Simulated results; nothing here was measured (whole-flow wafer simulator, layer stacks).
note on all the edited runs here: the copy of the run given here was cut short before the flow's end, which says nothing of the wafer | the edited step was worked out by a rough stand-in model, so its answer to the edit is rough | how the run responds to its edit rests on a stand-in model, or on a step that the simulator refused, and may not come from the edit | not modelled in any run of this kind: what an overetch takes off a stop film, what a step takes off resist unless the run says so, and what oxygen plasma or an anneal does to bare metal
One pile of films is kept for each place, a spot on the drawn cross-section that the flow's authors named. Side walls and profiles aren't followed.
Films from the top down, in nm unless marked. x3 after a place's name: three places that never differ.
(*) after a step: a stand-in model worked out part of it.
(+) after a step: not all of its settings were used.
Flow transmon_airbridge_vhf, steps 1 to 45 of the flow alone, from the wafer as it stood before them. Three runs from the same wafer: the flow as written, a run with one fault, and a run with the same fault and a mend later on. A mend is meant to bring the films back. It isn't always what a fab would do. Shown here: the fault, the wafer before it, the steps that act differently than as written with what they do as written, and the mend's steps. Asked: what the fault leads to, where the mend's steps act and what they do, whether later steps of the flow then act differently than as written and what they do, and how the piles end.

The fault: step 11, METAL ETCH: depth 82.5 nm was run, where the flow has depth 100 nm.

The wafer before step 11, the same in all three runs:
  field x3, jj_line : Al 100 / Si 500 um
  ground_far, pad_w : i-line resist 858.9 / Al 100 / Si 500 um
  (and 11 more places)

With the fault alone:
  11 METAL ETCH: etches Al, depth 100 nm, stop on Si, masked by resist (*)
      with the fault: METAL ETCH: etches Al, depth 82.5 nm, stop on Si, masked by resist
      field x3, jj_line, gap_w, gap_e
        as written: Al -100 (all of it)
        with the fault: Al -82.5
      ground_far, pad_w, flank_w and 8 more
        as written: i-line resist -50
        with the fault: i-line resist -41.2
  Later steps of the flow that act differently than as written (20 more steps differ only slightly, by at most 2% or 0.5 nm, whichever is larger, and aren't shown):
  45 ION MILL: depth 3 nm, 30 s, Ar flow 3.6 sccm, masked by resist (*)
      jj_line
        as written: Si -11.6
        with the fault: Al -17.5 (all of it), Si -1.77
  At the end the piles differ from the flow's by more than 2% or 0.5 nm, whichever is larger, at field x3, gap_w, gap_e.
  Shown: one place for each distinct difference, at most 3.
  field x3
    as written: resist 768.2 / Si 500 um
    with the fault: resist 768.2 / Al 17.5 / Si 500 um
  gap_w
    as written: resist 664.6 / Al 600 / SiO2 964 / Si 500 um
    with the fault: resist 659.7 / Al 600 / SiO2 964 / Al 17.5 / Si 500 um

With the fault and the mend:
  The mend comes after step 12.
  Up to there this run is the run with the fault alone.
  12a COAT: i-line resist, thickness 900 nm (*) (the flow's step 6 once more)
      field x3, jj_line, trace_open_s x2, margin_s, bridge_strip, margin_n
        i-line resist +900 (new film)
      pad_w, pad_e
        i-line resist +889.9 (new film)
      flank_w, flank_e
        i-line resist +880.6 (new film)
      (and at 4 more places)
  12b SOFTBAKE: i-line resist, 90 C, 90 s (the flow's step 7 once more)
      pad_w, pad_e
        i-line resist -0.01
      flank_w, flank_e
        i-line resist -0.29
      gap_w, gap_e
        i-line resist +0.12
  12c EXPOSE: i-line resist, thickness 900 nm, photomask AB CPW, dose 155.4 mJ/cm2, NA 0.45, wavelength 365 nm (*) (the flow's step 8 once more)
      changes no film at any place that is followed
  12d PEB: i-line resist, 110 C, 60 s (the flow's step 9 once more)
      field x3, jj_line, trace_open_s x2, margin_s, bridge_strip, margin_n
        i-line resist -41
      pad_w, pad_e
        i-line resist -40.6
      flank_w, flank_e
        i-line resist -40.1
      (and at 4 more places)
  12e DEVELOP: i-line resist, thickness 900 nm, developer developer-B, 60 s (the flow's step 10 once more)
      ground_far, trace_open_s x2, margin_s, bridge_strip, margin_n
        i-line resist -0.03
      field x3, jj_line
        i-line resist -859 (all of it)
      gap_w, gap_e
        i-line resist -902 (all of it)
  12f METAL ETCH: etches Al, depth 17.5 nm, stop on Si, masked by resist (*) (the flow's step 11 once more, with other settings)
      ground_far, pad_w, flank_w and 8 more
        i-line resist -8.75
      field x3, jj_line, gap_w, gap_e
        Al -17.5 (all of it)
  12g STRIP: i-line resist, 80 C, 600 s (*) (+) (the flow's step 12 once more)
      trace_open_s x2, margin_s, bridge_strip, margin_n
        i-line resist -850.2 (all of it)
      pad_w, pad_e
        i-line resist -840.5 (all of it)
      flank_w, flank_e
        i-line resist -831.4 (all of it)
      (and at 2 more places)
  No later step of the flow acts differently than as written at any place that is followed.
  At the end the piles are the same as the flow's at every place that both follow.
